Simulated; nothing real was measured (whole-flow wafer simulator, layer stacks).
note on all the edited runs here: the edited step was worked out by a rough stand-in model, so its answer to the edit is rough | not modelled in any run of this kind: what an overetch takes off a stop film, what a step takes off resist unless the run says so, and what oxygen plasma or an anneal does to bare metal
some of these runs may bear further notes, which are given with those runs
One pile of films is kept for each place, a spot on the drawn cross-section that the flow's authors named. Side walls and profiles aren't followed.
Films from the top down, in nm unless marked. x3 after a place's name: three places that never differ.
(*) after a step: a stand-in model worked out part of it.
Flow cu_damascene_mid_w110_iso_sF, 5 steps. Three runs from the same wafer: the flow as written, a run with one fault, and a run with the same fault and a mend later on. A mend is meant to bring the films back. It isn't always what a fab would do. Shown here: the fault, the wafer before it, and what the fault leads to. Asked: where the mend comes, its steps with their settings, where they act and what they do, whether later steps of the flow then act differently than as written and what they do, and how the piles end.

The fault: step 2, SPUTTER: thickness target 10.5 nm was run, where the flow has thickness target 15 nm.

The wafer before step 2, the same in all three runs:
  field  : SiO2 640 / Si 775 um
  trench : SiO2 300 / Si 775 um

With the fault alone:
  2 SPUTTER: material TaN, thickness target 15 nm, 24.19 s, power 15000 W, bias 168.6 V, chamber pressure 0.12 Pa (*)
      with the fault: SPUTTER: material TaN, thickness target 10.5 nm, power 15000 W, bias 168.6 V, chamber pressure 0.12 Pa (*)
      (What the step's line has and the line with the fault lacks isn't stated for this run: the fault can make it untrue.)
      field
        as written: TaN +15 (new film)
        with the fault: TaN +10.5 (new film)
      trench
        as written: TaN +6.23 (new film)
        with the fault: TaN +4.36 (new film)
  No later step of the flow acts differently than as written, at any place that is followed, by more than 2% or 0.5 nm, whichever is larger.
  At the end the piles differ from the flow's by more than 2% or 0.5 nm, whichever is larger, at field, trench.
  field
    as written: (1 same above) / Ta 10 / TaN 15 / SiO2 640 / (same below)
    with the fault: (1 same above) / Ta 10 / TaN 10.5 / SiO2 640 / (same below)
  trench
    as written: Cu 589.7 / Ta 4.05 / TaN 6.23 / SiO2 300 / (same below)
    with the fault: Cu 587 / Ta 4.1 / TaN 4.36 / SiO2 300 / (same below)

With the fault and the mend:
  The mend comes after step 2.
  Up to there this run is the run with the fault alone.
  2a SPUTTER: material TaN, thickness target 4.5 nm, power 15000 W, bias 168.6 V, chamber pressure 0.12 Pa (*) (the flow's step 2 once more, with other settings)
      field
        TaN +4.5
      trench
        TaN +1.8
  No later step of the flow acts differently than as written, at any place that is followed, by more than 2% or 0.5 nm, whichever is larger.
  At the end the piles differ from the flow's only slightly at the places that both follow, by at most 2% or 0.5 nm, whichever is larger.
